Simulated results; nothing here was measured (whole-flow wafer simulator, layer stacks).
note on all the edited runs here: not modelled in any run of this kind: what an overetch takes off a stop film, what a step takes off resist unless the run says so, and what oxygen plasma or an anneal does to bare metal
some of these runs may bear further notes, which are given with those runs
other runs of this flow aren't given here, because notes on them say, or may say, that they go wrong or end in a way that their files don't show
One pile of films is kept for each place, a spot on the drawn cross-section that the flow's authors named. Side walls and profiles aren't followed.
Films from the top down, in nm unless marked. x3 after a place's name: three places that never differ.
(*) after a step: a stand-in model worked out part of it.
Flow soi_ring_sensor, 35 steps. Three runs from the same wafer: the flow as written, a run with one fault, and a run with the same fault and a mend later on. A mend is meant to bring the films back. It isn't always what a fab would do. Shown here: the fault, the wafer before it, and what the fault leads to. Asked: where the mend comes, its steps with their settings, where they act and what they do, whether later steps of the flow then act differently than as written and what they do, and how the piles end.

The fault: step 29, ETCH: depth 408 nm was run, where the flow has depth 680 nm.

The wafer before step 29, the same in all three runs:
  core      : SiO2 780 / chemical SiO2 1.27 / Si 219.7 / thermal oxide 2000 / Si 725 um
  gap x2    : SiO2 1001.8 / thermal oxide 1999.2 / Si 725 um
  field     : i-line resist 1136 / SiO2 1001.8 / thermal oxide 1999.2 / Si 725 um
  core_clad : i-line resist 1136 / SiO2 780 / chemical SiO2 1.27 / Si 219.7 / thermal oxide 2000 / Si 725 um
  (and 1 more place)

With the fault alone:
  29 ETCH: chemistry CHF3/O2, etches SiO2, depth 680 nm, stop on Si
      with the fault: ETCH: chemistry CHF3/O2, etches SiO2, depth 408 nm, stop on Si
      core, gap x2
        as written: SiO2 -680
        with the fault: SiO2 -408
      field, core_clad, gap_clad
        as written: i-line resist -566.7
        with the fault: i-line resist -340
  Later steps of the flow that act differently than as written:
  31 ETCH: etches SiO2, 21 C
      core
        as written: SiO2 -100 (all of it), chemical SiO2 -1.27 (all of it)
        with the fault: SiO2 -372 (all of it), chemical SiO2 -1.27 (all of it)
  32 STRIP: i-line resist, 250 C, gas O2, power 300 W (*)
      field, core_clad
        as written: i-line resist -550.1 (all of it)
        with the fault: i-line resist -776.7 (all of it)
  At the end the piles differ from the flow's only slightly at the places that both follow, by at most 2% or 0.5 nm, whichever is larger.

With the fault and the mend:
  The mend comes after step 29.
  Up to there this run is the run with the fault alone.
  29a ETCH: chemistry CHF3/O2, etches SiO2, depth 272 nm, stop on Si (the flow's step 29 once more, with other settings)
      core, gap x2
        SiO2 -272
      field, core_clad, gap_clad
        i-line resist -226.7
  No later step of the flow acts differently than as written at any place that is followed.
  At the end the piles are the same as the flow's at every place that both follow.
